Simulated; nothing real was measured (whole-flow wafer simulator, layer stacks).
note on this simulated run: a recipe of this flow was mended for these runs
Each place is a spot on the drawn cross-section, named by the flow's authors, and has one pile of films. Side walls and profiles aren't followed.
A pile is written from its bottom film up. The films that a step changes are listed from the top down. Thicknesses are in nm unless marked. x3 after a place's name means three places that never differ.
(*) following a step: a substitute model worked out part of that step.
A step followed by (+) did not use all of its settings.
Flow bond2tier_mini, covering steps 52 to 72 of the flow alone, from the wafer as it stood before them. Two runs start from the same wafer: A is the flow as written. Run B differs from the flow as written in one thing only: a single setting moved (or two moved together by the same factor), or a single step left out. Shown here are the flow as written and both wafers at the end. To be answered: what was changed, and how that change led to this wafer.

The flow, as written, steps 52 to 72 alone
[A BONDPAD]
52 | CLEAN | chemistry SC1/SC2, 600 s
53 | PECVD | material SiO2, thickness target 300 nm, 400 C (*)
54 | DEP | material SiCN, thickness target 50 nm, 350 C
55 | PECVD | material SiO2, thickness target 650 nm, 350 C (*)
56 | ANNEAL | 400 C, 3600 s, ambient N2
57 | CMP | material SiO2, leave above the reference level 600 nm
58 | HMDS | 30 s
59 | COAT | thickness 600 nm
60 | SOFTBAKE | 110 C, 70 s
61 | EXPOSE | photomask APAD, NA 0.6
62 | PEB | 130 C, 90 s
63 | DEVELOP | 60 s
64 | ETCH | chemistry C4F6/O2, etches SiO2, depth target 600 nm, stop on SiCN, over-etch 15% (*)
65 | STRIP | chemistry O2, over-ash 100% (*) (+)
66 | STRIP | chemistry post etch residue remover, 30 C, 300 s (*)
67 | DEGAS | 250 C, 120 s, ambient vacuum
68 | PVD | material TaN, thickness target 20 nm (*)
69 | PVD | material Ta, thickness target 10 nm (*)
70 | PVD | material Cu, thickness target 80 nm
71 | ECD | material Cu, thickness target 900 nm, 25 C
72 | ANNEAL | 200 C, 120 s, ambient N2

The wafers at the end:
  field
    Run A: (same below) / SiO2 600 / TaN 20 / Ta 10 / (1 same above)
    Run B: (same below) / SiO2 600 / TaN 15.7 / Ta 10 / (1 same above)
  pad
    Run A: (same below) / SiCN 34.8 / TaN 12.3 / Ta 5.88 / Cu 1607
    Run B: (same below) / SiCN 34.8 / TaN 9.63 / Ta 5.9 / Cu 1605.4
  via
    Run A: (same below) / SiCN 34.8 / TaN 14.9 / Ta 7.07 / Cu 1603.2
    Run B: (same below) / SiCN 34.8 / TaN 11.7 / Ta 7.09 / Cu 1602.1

What caused this: step 68, PVD: thickness target 15.7 nm was run, whereas the flow has thickness target 20 nm.
One can read it off the wafer: field has TaN 15.7, and step 68 as written asks for 20 nm.

Step by step, how the change led to this:
  68 | PVD | material TaN, thickness target 20 nm (*)
      field: A +20 TaN (new film) | B +15.7 TaN (new film)
      pad: A +12.3 TaN (new film) | B +9.63 TaN (new film)
      (also at 1 further place)
